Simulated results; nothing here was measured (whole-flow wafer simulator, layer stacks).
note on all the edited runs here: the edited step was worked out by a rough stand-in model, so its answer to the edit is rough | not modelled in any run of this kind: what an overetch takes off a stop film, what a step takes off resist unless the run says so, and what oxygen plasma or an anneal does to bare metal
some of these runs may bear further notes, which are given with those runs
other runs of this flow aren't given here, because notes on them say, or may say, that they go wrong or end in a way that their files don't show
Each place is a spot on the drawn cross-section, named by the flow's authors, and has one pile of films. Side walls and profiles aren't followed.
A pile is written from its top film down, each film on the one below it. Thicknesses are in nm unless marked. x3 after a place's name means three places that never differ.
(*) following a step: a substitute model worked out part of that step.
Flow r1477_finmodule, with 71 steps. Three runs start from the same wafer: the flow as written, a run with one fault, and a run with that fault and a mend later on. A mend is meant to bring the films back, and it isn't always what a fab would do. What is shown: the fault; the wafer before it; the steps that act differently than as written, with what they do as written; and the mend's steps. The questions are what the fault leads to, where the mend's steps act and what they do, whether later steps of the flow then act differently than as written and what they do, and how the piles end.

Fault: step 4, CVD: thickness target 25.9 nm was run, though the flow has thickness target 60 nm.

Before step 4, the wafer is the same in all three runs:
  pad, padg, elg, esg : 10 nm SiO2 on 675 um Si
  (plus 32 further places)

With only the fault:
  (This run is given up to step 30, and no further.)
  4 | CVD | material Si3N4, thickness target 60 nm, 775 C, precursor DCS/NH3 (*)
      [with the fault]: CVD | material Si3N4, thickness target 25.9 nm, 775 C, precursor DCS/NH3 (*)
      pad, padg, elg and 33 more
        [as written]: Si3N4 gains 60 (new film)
        [with the fault]: Si3N4 gains 25.9 (new film)
  Later steps of the flow up to step 30 that are run all act as written at every place that is followed.
  The piles after step 30 differ from the flow's at pad, padg, elg and 33 more by more than 2% or 0.5 nm, whichever is larger.
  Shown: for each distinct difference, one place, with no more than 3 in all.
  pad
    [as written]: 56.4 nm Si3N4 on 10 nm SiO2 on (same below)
    [with the fault]: 22.3 nm Si3N4 on 10 nm SiO2 on (same below)
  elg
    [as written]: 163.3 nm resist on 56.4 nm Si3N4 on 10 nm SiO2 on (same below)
    [with the fault]: 163.3 nm resist on 22.3 nm Si3N4 on 10 nm SiO2 on (same below)
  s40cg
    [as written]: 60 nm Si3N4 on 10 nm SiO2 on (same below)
    [with the fault]: 25.9 nm Si3N4 on 10 nm SiO2 on (same below)

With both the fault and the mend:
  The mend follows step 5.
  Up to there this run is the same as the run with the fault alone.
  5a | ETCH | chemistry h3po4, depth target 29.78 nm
      pad, padg, elg and 33 more
        Si3N4 loses 25.9 (all of it)
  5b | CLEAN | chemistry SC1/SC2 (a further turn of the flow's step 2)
      leaves every film unchanged at each place that is followed
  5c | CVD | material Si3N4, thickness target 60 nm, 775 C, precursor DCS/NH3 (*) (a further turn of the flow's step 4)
      pad, padg, elg and 33 more
        Si3N4 gains 60 (new film)
  Later steps of the flow that are run all act as written at every place that is followed.
  The piles end the same as the flow's at every place that both follow.
